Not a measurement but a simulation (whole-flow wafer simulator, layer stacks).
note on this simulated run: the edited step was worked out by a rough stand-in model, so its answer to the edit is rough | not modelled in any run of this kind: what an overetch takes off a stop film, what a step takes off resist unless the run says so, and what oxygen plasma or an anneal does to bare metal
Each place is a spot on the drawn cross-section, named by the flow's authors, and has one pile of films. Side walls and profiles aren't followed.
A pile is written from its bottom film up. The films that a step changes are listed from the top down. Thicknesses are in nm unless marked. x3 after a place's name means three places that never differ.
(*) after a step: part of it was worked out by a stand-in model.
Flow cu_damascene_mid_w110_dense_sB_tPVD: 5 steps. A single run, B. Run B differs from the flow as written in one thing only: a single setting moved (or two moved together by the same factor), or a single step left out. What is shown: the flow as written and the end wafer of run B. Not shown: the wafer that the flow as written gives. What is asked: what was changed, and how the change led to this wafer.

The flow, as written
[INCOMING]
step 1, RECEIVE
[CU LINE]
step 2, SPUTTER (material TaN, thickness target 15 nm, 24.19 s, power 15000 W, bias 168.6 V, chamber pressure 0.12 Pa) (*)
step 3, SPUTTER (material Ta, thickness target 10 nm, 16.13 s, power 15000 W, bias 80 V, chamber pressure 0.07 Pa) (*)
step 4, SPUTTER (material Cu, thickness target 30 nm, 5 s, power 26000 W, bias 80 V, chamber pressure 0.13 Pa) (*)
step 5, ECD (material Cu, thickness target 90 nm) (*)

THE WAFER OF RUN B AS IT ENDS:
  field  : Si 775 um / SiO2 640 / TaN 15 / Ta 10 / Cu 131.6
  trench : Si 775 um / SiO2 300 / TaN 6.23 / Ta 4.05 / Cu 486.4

What caused this: step 4, SPUTTER: 6.94 s was run, while the flow as written has 5 s.

The path from the change to this, step by step:
  step 4, SPUTTER (material Cu, thickness target 30 nm, 5 s, power 26000 W, bias 80 V, chamber pressure 0.13 Pa) (*)
      field: +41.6 Cu (new film) (it would be, as written: +30 Cu (new film))
      trench: +17.3 Cu (new film) (it would be, as written: +12.5 Cu (new film))
